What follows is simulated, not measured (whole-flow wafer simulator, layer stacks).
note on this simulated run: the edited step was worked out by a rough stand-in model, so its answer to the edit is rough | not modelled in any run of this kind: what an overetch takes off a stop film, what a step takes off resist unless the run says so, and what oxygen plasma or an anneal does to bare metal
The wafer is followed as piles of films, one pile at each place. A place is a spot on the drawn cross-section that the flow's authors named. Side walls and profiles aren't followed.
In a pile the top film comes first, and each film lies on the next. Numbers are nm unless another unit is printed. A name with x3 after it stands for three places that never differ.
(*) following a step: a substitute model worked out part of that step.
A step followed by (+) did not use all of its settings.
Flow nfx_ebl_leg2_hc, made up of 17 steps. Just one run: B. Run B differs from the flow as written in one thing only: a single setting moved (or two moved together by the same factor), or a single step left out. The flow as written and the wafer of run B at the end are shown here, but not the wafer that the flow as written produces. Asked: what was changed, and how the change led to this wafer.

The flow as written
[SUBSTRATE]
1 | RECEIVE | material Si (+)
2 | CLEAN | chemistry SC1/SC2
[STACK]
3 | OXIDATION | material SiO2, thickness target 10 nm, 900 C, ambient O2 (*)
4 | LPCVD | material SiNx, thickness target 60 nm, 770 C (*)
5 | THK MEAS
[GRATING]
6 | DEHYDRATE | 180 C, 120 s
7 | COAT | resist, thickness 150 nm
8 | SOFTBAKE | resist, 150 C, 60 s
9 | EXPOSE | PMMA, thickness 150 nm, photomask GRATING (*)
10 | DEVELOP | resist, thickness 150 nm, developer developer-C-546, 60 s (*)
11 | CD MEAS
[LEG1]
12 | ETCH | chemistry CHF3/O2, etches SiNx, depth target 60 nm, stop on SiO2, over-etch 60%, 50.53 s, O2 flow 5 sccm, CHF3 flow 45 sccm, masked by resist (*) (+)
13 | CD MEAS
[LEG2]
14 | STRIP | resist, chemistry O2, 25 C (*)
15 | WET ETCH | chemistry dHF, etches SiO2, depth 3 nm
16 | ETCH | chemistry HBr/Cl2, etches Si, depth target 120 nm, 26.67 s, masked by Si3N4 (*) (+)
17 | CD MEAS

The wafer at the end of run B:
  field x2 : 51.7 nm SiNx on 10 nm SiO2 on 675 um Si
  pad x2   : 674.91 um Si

Cause: step 16, ETCH: depth target 87 nm was run, whereas the flow has depth target 120 nm; step 16, ETCH: 19.33 s was run, where the flow has 26.67 s.

Step by step, how the change led to this:
  16 | ETCH | chemistry HBr/Cl2, etches Si, depth target 120 nm, 26.67 s, masked by Si3N4 (*) (+)
      field x2: SiNx loses 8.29 (as written it would have been: SiNx loses 11.4)
      pad x2: Si loses 87 (as written it would have been: Si loses 120)
